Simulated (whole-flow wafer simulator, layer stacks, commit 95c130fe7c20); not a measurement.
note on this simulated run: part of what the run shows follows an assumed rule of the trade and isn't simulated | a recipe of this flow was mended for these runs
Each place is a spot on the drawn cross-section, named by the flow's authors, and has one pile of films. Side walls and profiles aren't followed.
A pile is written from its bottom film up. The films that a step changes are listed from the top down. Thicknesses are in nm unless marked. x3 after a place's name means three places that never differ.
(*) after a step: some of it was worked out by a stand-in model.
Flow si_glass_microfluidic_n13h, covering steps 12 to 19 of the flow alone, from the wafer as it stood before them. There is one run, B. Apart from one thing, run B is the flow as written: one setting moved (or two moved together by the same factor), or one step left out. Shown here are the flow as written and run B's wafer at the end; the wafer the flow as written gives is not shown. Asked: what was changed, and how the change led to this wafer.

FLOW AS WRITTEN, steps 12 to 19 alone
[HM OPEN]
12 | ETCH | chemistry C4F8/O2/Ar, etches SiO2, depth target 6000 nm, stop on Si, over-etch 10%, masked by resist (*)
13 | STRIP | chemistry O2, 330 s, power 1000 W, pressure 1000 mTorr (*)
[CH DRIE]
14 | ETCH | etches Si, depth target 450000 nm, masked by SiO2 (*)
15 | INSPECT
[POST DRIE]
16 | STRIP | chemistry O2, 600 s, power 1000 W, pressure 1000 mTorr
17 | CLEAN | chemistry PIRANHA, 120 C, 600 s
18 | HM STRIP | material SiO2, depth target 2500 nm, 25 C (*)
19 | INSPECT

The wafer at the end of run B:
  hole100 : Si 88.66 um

What caused this: step 12, ETCH: depth target 7296 nm was run, whereas the flow has depth target 6000 nm.

The path from the change to this, step by step:
  12 | ETCH | chemistry C4F8/O2/Ar, etches SiO2, depth target 6000 nm, stop on Si, over-etch 10%, masked by resist (*)
      land: thick-i-line-resist loses 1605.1 (as written it would have been: thick-i-line-resist loses 1320)
      hole100: SiO2 loses 6000 (all of it), Si loses 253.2 (as written it would have been: SiO2 loses 6000 (all of it), Si loses 75)
  13 | STRIP | chemistry O2, 330 s, power 1000 W, pressure 1000 mTorr (*)
      land: thick-i-line-resist loses 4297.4 (all of it) (as written it would have been: thick-i-line-resist loses 4582.5 (all of it))
